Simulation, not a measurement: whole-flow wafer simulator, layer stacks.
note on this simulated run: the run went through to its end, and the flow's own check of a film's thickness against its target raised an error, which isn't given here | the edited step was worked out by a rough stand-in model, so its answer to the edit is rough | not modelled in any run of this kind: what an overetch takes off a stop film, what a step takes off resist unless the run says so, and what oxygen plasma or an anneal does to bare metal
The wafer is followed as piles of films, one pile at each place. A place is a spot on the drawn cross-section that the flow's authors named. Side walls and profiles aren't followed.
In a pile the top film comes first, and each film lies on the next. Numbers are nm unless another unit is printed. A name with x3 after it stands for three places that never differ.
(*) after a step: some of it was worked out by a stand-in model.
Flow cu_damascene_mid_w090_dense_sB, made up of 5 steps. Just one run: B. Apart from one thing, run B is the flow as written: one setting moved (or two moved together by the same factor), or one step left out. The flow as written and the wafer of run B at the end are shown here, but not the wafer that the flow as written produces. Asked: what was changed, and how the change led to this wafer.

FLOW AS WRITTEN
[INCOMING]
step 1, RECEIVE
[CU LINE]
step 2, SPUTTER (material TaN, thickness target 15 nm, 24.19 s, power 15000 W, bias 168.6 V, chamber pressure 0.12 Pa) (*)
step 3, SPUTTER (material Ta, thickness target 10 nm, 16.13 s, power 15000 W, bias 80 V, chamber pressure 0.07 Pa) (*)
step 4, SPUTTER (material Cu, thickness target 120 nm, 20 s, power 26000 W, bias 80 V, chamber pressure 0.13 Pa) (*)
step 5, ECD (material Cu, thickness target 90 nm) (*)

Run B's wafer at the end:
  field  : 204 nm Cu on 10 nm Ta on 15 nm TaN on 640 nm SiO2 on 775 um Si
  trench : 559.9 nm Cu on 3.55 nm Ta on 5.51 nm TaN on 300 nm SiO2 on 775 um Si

What caused this: step 4, SPUTTER: thickness target 114 nm was run, whereas the flow has thickness target 120 nm; step 4, SPUTTER: 19 s was run, where the flow has 20 s.

Step by step, how the change led to this:
  step 4, SPUTTER (material Cu, thickness target 120 nm, 20 s, power 26000 W, bias 80 V, chamber pressure 0.13 Pa) (*)
      field: +114 Cu (new film) (in the flow as written it would be: +120 Cu (new film))
      trench: +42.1 Cu (new film) (in the flow as written it would be: +44.3 Cu (new film))
